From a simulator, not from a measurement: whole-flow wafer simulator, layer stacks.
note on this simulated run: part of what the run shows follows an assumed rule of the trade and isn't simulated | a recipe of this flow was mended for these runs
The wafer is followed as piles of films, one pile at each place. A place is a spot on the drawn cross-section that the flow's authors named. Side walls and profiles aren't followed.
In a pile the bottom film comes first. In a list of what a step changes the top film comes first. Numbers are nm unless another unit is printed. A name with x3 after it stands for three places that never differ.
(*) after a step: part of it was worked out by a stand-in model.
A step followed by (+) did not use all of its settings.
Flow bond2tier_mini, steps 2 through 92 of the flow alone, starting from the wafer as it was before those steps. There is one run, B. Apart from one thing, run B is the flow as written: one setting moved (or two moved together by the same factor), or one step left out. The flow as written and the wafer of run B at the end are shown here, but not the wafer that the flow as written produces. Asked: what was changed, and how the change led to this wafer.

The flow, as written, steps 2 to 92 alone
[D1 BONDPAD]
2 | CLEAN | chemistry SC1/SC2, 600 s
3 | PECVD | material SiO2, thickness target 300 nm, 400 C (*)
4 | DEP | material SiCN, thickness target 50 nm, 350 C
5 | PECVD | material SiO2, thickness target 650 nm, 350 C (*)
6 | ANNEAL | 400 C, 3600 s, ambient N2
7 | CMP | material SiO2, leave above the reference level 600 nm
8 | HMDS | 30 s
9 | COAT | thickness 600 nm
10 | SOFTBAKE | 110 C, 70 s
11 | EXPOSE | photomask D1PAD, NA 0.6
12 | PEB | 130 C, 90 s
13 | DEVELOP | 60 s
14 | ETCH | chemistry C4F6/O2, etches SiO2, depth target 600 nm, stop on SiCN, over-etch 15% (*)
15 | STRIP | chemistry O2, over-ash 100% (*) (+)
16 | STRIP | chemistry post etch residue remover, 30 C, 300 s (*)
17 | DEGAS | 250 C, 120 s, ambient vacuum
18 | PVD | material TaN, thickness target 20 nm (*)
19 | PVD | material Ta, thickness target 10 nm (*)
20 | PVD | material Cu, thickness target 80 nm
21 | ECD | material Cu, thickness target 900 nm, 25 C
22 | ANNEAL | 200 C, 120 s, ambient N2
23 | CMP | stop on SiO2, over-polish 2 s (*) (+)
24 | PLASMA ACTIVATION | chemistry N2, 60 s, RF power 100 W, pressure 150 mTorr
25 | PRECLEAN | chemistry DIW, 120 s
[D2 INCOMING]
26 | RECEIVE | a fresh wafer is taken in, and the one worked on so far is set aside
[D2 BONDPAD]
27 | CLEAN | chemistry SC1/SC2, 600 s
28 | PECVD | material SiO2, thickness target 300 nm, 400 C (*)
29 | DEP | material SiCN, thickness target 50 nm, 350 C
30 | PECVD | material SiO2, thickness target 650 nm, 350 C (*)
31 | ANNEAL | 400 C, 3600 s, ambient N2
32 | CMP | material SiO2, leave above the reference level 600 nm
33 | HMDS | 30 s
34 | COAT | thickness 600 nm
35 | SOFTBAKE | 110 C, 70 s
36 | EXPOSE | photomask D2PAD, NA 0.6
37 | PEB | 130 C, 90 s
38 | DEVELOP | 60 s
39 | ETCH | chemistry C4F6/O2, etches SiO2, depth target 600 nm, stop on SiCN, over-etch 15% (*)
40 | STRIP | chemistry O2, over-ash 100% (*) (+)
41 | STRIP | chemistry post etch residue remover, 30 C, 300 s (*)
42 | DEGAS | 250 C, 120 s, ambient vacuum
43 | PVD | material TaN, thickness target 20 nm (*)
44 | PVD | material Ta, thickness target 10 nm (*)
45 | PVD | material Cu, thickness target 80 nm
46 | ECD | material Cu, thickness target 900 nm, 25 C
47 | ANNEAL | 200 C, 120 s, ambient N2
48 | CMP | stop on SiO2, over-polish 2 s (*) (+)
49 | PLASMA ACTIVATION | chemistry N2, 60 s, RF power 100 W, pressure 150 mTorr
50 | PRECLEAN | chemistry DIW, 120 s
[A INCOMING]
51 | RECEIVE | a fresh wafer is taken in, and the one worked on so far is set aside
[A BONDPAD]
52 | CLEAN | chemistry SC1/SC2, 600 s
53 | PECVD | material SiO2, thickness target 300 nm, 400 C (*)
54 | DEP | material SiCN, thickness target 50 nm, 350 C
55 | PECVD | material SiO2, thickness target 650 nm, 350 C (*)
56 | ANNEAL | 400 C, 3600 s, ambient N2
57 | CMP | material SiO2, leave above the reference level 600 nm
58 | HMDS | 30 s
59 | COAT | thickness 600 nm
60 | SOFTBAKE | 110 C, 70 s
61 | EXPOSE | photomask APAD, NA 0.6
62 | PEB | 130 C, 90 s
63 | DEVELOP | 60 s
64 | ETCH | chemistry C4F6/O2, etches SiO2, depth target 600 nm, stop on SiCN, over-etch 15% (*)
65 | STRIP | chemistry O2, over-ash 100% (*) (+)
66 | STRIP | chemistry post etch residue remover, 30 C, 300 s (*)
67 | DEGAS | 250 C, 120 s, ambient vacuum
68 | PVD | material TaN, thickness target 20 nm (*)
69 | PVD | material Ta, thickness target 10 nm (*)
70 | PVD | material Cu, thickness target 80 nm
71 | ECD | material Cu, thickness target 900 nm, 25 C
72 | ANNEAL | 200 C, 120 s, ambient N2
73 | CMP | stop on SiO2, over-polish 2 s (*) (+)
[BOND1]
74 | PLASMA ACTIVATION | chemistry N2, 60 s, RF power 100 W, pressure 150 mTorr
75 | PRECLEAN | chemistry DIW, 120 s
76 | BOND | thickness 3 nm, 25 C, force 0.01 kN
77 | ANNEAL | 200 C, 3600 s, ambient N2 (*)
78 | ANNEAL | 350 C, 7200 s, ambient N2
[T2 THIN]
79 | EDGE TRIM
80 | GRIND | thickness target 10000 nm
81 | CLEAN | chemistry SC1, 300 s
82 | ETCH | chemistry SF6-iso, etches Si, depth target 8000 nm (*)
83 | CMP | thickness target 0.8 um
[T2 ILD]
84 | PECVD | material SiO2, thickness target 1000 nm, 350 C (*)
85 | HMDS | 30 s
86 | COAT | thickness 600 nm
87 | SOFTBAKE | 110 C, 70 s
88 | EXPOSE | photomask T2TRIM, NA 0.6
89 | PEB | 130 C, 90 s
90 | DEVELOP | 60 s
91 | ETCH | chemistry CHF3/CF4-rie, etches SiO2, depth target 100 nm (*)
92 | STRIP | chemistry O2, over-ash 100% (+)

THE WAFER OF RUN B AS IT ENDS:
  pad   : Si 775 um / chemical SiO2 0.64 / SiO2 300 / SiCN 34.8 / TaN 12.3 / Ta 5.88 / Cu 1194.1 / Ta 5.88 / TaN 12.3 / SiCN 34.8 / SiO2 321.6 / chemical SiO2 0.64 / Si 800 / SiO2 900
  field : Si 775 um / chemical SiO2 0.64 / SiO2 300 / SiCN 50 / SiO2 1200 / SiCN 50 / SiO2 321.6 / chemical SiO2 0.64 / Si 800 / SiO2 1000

The reason: step 3, PECVD: thickness target 321.6 nm was run, while the flow as written has thickness target 300 nm.
The wafer itself shows it: pad has SiO2 321.6, and step 3 as written asks for 300 nm.

How this came from the change, step by step:
  3 | PECVD | material SiO2, thickness target 300 nm, 400 C (*)
      field, pad, via: +321.6 SiO2 (new film) (it would be, as written: +300 SiO2 (new film))
  76 | BOND | thickness 3 nm, 25 C, force 0.01 kN
      field: +775 um Si (new film), +0.64 chemical SiO2 (new film), +321.6 SiO2 (new film), +50 SiCN (new film), +600 SiO2 (it would be, as written: +775 um Si (new film), +0.64 chemical SiO2 (new film), +300 SiO2 (new film), +50 SiCN (new film), +600 SiO2)
      pad: +775 um Si (new film), +0.64 chemical SiO2 (new film), +321.6 SiO2 (new film), +34.8 SiCN (new film), +12.3 TaN (new film), +5.88 Ta (new film), +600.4 Cu (it would be, as written: +775 um Si (new film), +0.64 chemical SiO2 (new film), +300 SiO2 (new film), +34.8 SiCN (new film), +12.3 TaN (new film), +5.88 Ta (new film), +600.4 Cu)
      (also at 1 further place)
